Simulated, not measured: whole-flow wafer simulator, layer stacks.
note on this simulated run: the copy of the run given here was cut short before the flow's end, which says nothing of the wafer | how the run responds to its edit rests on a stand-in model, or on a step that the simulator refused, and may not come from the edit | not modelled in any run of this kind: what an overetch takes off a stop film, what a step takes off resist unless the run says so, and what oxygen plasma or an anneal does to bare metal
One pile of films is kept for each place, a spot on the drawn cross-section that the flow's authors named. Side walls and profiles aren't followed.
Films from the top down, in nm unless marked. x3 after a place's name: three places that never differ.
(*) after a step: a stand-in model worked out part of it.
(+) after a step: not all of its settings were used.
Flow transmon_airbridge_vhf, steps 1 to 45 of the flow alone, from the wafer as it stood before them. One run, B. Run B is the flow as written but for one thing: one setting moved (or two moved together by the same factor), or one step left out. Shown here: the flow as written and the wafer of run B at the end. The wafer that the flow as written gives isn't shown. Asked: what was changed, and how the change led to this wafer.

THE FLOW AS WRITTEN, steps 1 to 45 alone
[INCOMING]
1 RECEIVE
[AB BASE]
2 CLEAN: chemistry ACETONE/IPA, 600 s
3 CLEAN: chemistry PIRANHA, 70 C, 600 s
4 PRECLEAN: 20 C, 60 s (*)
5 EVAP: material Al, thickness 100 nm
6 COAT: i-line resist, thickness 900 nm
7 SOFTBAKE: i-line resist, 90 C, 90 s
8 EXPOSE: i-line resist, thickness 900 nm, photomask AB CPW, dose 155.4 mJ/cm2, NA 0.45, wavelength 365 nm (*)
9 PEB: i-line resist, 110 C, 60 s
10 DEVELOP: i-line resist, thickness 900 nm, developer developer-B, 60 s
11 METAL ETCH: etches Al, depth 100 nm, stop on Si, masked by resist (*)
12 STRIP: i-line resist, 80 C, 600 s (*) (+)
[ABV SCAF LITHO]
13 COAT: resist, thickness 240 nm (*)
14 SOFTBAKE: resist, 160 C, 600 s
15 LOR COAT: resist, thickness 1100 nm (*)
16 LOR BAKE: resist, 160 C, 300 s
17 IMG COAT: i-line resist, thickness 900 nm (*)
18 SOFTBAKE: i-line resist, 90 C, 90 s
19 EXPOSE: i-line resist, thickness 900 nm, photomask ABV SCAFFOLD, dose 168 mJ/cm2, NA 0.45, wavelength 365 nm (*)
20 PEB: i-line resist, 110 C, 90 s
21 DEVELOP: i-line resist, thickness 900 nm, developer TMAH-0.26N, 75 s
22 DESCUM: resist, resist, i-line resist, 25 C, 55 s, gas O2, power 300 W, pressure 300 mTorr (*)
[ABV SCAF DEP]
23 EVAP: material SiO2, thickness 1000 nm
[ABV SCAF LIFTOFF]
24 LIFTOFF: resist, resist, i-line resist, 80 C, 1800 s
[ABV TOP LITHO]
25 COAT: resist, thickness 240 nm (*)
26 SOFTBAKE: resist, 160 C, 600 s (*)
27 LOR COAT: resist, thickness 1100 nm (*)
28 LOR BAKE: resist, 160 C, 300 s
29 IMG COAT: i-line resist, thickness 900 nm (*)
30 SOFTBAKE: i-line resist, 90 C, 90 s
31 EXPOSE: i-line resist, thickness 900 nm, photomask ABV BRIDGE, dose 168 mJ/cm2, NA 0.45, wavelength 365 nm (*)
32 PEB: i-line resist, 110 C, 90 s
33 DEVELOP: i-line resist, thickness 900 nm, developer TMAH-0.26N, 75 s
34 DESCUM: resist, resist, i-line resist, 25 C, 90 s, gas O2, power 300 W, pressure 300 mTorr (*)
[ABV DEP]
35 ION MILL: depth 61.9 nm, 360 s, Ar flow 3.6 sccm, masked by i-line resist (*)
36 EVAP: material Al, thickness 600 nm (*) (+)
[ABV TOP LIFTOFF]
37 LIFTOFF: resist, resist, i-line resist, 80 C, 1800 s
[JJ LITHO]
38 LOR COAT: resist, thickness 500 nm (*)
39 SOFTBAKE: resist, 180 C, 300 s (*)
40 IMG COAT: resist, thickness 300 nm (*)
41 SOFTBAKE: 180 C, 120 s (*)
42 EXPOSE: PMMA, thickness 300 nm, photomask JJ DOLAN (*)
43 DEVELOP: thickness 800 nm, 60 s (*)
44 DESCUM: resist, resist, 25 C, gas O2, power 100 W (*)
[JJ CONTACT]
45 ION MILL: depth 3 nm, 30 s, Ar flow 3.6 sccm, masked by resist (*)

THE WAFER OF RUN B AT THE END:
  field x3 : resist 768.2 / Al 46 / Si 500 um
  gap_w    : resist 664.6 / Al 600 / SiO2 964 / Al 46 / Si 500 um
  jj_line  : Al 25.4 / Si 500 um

The cause: step 5, EVAP: thickness 146 nm was run, where the flow has thickness 100 nm.

How the change led to this, step by step:
  5 EVAP: material Al, thickness 100 nm
      field x3, jj_line, ground_far and 12 more: Al +146 (new film) (as written it would be: Al +100 (new film))
  11 METAL ETCH: etches Al, depth 100 nm, stop on Si, masked by resist (*)
      field x3, jj_line, gap_w, gap_e: Al -100 (as written it would be: Al -100 (all of it))
  45 ION MILL: depth 3 nm, 30 s, Ar flow 3.6 sccm, masked by resist (*)
      jj_line: Al -20.6 (as written it would be: Si -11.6)
Counting metal films that touch as one body, field x3 has 1 body; the flow as written gives 0 bodies.
Counting metal films that touch as one body, gap_w has 2 bodies (between them, from the top down: SiO2 964); the flow as written gives 1 body.
Counting metal films that touch as one body, jj_line has 1 body; the flow as written gives 0 bodies.
